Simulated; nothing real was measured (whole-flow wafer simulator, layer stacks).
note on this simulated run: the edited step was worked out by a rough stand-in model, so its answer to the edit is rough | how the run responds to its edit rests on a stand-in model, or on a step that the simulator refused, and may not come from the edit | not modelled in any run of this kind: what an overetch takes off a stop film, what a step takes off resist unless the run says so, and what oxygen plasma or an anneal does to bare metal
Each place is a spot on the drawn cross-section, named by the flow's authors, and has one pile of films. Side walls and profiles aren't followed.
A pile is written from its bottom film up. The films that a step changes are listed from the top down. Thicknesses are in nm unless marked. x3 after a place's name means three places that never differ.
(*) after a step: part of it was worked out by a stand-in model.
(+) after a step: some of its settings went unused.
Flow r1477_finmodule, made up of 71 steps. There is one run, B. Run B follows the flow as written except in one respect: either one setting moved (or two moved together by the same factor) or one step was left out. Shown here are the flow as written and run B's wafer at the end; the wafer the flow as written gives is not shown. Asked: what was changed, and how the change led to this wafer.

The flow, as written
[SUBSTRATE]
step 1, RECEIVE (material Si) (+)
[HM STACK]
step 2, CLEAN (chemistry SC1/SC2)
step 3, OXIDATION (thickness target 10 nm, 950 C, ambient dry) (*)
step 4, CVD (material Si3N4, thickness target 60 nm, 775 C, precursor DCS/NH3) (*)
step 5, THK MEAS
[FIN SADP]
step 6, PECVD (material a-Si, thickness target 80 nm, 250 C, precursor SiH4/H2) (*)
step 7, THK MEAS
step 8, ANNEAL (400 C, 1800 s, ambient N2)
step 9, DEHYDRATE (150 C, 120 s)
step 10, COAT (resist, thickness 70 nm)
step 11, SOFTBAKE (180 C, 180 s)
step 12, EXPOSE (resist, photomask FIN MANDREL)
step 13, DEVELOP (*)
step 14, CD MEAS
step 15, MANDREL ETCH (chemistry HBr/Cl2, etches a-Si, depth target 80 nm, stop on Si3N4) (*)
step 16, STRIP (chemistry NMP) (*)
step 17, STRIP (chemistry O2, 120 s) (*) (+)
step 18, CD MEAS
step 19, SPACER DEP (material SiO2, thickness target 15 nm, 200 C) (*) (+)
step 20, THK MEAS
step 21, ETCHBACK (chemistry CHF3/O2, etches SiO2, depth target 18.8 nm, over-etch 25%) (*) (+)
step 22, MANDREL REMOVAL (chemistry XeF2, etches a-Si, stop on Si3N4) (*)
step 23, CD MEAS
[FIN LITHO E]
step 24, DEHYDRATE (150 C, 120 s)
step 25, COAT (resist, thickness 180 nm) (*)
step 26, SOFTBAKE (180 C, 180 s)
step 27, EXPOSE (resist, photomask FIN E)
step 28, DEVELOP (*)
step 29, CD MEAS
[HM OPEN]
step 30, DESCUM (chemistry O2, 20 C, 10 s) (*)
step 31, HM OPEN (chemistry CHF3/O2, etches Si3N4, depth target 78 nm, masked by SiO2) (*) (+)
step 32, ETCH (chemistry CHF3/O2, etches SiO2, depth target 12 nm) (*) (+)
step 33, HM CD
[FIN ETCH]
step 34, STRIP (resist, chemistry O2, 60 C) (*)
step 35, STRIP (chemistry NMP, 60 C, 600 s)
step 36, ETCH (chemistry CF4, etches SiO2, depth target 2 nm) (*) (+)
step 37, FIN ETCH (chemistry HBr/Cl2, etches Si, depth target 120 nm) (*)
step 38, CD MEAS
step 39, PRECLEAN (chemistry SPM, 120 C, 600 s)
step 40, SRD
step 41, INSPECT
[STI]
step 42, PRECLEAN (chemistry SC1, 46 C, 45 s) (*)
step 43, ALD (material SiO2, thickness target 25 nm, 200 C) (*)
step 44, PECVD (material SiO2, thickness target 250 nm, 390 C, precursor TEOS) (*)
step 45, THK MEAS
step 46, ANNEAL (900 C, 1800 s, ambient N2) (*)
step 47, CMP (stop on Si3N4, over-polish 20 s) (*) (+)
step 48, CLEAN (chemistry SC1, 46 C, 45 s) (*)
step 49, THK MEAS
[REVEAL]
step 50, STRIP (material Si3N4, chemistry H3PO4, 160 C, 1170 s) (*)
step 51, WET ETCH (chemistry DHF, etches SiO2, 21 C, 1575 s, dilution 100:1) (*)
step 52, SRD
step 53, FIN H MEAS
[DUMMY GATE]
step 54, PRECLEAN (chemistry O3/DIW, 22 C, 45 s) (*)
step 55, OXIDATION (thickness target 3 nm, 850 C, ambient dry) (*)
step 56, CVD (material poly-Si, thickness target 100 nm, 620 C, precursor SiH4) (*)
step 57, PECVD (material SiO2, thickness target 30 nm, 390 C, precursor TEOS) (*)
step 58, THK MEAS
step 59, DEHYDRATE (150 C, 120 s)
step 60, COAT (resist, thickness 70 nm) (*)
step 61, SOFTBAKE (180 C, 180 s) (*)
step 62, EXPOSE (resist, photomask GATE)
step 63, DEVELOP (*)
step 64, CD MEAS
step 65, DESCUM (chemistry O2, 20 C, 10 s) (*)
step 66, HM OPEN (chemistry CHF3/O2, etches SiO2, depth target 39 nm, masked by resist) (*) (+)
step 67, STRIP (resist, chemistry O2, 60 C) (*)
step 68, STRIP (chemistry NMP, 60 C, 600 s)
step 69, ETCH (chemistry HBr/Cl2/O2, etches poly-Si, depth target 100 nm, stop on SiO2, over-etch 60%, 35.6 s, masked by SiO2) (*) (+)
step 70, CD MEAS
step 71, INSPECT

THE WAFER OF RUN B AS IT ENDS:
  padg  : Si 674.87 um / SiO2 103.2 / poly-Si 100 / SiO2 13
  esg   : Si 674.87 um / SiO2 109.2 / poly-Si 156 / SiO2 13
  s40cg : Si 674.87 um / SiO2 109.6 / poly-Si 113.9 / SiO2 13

Cause: step 57, PECVD: thickness target 18.3 nm was run, while the flow as written has thickness target 30 nm.

How this came from the change, step by step:
  step 57, PECVD (material SiO2, thickness target 30 nm, 390 C, precursor TEOS) (*)
      pad, padg, elg and 33 more: SiO2 gains 18.3 (new film) (as written it would have been: SiO2 gains 30 (new film))
  step 66, HM OPEN (chemistry CHF3/O2, etches SiO2, depth target 39 nm, masked by resist) (*) (+)
      pad, elo, eso and 15 more: SiO2 loses 18.3 (all of it), poly-Si loses 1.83 (as written it would have been: SiO2 loses 30 (all of it), poly-Si loses 1.8)
      padg, elg, esg and 15 more: resist loses 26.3 (as written it would have been: resist loses 37.4)
  step 67, STRIP (resist, chemistry O2, 60 C) (*)
      padg, elg, esg: resist loses 27 (all of it) (as written it would have been: resist loses 15.9 (all of it))
      e40lg, e100lg, e200lg: resist loses 23.8 (all of it) (as written it would have been: resist loses 12.8 (all of it))
      (and at 12 other places as well)
